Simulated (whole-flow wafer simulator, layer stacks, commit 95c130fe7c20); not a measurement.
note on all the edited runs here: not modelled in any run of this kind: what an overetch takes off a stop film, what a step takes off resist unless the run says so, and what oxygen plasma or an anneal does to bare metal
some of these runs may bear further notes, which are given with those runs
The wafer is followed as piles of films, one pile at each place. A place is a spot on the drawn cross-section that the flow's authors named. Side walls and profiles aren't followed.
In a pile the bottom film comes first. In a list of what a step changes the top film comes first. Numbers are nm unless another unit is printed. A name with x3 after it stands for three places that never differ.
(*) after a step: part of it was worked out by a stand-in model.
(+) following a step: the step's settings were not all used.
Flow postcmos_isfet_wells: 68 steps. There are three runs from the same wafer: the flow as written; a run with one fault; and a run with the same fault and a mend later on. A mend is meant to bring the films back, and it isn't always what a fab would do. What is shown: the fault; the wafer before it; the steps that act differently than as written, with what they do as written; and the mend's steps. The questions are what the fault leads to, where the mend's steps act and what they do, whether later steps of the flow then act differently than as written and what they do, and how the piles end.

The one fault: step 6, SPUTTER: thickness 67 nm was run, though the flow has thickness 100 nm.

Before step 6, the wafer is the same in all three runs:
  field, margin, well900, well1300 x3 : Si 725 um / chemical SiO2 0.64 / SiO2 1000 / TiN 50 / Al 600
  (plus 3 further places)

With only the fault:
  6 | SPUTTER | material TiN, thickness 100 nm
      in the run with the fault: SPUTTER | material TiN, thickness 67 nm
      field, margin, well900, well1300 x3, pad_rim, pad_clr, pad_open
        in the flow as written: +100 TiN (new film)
        in the run with the fault: +67 TiN (new film)
  Steps later in the flow that act otherwise than as written:
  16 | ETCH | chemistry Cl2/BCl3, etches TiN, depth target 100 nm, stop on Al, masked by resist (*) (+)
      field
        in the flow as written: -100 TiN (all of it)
        in the run with the fault: -67 TiN (all of it)
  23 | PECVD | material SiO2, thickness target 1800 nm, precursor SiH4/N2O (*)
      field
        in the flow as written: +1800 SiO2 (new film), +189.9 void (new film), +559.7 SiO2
        in the run with the fault: +1800 SiO2 (new film), +165.2 void (new film), +551.4 SiO2
  The piles end different from the flow's at field, margin, well900, well1300 x3, pad_rim, pad_clr, pad_open by more than 2% or 0.5 nm, whichever is larger.
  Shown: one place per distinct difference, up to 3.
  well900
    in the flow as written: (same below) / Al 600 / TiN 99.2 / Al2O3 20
    in the run with the fault: (same below) / Al 600 / TiN 66.2 / Al2O3 20
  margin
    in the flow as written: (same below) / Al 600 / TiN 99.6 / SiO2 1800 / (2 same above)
    in the run with the fault: (same below) / Al 600 / TiN 66.6 / SiO2 1800 / (2 same above)
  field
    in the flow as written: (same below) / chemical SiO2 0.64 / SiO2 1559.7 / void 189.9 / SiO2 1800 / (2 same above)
    in the run with the fault: (same below) / chemical SiO2 0.64 / SiO2 1551.4 / void 165.2 / SiO2 1800 / (2 same above)

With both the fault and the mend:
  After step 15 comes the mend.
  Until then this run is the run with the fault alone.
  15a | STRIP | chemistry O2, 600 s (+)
      margin, well900, well1300 x3, pad_rim, pad_clr, pad_open
        -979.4 KrF resist (all of it)
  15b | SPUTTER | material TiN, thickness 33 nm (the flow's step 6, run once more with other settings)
      field, margin, well900, well1300 x3, pad_rim, pad_clr, pad_open
        +33 TiN
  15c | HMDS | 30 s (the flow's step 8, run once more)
      leaves every film unchanged at each place that is followed
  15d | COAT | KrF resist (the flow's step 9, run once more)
      field, margin, well900, well1300 x3, pad_rim, pad_clr, pad_open
        +1000 KrF resist (new film)
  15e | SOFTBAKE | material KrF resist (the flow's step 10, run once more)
      leaves every film unchanged at each place that is followed
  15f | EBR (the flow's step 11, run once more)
      leaves every film unchanged at each place that is followed
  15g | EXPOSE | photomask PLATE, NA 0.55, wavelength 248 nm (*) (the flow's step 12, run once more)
      leaves every film unchanged at each place that is followed
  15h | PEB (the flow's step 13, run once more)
      field, margin, well900, well1300 x3, pad_rim, pad_clr, pad_open
        -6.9 KrF resist
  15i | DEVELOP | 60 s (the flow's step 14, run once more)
      margin, well900, well1300 x3, pad_rim, pad_clr, pad_open
        -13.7 KrF resist
      field
        -993.1 KrF resist (all of it)
  None of the later steps of the flow acts differently than as written at any place that is followed.
  By the end, the piles equal the flow's at every place that both follow.
